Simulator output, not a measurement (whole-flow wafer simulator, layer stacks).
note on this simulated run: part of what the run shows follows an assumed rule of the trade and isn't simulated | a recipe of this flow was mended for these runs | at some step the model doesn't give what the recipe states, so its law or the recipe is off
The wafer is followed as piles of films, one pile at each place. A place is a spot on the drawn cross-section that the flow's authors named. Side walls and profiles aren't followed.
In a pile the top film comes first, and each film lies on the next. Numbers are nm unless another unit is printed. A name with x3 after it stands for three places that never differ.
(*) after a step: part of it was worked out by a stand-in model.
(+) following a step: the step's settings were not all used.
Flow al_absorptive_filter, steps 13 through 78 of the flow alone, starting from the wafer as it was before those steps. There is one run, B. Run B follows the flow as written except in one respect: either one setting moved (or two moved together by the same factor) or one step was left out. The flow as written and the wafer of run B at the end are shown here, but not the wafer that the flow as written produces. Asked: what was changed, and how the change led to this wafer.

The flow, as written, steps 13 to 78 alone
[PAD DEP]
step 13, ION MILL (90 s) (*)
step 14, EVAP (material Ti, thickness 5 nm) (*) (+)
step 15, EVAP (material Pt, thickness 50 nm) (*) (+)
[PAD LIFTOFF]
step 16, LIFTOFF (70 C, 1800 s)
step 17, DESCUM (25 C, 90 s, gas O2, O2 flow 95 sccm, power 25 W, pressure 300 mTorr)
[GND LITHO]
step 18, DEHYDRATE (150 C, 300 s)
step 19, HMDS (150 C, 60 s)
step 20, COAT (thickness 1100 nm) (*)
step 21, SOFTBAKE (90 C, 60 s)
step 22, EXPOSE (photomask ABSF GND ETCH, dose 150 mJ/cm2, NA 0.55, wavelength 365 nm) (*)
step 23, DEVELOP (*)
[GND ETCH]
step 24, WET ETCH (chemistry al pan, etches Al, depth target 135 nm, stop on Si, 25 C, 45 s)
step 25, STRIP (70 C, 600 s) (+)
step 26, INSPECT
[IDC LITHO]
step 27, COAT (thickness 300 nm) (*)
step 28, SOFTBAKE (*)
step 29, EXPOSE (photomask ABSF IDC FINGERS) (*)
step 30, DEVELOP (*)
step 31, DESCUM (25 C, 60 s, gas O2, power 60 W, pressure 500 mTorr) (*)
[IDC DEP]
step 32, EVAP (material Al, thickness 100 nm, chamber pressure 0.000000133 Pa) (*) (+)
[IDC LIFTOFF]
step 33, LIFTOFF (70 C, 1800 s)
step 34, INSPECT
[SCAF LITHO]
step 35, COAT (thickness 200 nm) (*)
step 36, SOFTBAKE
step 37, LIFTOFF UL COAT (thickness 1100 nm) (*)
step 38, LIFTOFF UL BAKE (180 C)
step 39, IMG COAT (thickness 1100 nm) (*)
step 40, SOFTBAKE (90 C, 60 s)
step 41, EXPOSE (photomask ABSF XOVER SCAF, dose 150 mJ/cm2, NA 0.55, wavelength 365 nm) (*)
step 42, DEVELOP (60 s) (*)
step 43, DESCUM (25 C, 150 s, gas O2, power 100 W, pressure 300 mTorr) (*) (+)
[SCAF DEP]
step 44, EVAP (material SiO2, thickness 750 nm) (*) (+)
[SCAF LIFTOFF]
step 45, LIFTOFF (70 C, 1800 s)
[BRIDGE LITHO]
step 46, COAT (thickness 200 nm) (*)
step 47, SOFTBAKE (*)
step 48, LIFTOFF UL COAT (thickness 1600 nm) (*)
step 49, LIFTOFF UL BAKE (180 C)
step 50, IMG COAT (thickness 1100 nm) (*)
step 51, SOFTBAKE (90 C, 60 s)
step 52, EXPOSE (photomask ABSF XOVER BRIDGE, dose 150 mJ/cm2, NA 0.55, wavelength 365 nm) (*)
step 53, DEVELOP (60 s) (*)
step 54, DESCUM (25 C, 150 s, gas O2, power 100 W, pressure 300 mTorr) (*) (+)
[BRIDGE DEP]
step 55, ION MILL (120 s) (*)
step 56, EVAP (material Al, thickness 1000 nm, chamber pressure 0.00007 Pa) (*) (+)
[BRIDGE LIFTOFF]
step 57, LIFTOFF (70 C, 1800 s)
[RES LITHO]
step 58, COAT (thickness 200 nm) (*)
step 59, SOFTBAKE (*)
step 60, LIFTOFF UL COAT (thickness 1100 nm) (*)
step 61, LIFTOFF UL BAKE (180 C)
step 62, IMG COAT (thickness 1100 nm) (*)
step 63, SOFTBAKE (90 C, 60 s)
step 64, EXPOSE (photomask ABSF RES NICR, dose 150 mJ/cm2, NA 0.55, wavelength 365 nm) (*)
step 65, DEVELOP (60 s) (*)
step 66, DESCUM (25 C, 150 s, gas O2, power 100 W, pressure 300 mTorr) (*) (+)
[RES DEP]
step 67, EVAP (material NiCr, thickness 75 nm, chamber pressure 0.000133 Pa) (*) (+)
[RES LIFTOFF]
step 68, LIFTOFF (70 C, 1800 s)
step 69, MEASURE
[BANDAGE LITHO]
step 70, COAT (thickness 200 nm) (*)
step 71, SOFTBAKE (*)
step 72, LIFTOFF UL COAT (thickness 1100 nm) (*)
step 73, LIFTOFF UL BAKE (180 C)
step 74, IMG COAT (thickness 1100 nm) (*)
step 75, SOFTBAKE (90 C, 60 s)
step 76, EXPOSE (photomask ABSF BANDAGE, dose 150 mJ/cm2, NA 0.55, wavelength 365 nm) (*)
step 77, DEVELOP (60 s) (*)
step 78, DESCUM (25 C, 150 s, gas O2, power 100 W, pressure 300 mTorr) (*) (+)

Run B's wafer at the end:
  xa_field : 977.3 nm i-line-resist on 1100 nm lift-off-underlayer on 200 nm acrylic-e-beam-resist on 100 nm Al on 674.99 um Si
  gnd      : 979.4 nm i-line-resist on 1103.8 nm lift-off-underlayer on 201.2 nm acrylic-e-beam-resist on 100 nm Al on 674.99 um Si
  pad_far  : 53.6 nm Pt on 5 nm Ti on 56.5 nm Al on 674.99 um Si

Cause: step 15, EVAP: thickness 53.6 nm was run, though the flow has thickness 50 nm.
One can read it off the wafer: pad_far has Pt 53.6, and step 15 as written asks for 50 nm.

Step by step, how the change led to this:
  step 15, EVAP (material Pt, thickness 50 nm) (*) (+)
      gnd, pad_far, pad_near and 11 more: +53.6 Pt (new film) (in the flow as written it would be: +50 Pt (new film))
  step 16, LIFTOFF (70 C, 1800 s)
      gnd, ledge, res and 9 more: -53.6 Pt (all of it), -5 Ti (all of it), -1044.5 i-line-resist (all of it), -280 lift-off-underlayer (all of it) (in the flow as written it would be: -50 Pt (all of it), -5 Ti (all of it), -1044.5 i-line-resist (all of it), -280 lift-off-underlayer (all of it))
